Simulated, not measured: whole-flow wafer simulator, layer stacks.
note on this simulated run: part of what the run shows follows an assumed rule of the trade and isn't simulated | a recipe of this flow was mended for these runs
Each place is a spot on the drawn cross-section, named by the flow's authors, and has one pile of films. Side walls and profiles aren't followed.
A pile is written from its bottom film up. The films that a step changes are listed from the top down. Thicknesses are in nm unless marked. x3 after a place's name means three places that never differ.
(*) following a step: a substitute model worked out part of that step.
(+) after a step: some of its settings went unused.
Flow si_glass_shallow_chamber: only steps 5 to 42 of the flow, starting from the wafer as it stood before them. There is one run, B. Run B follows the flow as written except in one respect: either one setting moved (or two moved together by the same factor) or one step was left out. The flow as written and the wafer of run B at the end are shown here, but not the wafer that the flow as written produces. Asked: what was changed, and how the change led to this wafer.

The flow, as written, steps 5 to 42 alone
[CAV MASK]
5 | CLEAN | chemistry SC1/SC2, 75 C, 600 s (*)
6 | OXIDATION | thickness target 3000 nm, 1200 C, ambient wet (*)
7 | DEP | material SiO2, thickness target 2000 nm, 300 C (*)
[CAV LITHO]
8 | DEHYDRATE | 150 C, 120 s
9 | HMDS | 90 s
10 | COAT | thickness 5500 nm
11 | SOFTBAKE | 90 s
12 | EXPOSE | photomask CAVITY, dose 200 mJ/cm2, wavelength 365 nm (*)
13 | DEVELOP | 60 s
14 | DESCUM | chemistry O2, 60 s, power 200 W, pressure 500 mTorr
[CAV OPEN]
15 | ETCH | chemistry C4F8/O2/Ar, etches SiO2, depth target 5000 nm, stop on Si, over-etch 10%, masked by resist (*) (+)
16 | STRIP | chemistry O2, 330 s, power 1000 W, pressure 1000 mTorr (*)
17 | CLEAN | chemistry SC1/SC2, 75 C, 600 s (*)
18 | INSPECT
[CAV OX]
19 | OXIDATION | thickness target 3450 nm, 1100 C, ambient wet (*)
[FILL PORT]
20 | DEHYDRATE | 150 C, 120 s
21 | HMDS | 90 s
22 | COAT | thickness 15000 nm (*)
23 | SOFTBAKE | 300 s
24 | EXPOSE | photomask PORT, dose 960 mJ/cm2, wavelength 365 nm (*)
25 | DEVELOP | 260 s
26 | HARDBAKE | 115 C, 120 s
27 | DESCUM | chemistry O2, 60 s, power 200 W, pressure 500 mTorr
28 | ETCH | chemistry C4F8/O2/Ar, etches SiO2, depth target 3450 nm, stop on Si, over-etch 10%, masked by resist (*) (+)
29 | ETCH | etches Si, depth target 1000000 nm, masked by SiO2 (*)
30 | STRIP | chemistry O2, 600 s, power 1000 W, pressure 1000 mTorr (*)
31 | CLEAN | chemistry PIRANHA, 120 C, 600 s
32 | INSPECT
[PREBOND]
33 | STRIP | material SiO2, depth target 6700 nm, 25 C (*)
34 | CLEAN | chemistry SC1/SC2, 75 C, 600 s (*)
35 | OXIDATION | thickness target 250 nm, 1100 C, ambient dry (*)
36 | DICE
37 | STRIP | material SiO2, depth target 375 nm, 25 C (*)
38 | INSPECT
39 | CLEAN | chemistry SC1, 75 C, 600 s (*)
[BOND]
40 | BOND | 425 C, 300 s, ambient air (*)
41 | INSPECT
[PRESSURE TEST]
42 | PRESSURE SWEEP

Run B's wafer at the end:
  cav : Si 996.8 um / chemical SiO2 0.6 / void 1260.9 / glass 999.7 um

Cause: step 15, ETCH: depth target 6200 nm was run, while the flow as written has depth target 5000 nm.

The path from the change to this, step by step:
  15 | ETCH | chemistry C4F8/O2/Ar, etches SiO2, depth target 5000 nm, stop on Si, over-etch 10%, masked by resist (*) (+)
      cav, port: SiO2 loses 5000 (all of it), Si loses 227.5 (in the flow as written it would be: SiO2 loses 5000 (all of it), Si loses 62.5)
  22 | COAT | thickness 15000 nm (*)
      rim: thick-i-line-resist gains 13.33 um (new film) (in the flow as written it would be: thick-i-line-resist gains 13.4 um (new film))
      ramp: thick-i-line-resist gains 12.8 um (new film) (in the flow as written it would be: thick-i-line-resist gains 12.89 um (new film))
      (also at 3 further places)
  23 | SOFTBAKE | 300 s
      rim: thick-i-line-resist loses 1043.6 (in the flow as written it would be: thick-i-line-resist loses 997)
      ramp: thick-i-line-resist loses 511.8 (in the flow as written it would be: thick-i-line-resist loses 487.1)
      (also at 4 further places)
  25 | DEVELOP | 260 s
      port: thick-i-line-resist loses 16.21 um (all of it) (in the flow as written it would be: thick-i-line-resist loses 16.16 um (all of it))
  29 | ETCH | etches Si, depth target 1000000 nm, masked by SiO2 (*)
      rim, ramp: thick-i-line-resist loses 11.36 um (all of it), SiO2 loses 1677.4 (in the flow as written it would be: thick-i-line-resist loses 11.47 um (all of it), SiO2 loses 1617.3)
      port: hole gains 996.88 um (new film), Si loses 996.88 um (all of it) (in the flow as written it would be: hole gains 997.05 um (new film), Si loses 997.05 um (all of it))
      (also at 1 further place)
  30 | STRIP | chemistry O2, 600 s, power 1000 W, pressure 1000 mTorr (*)
      cav: thick-i-line-resist loses 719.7 (all of it) (in the flow as written it would be: thick-i-line-resist loses 669.6 (all of it))
  40 | BOND | 425 C, 300 s, ambient air (*)
      cav: glass gains 999.7 um (new film), void gains 1260.9 (new film) (in the flow as written it would be: glass gains 999.7 um (new film), void gains 1095.9 (new film))
      port: glass gains 999.7 um (new film), hole gains 1182.3 (in the flow as written it would be: glass gains 999.7 um (new film), hole gains 1017.3)
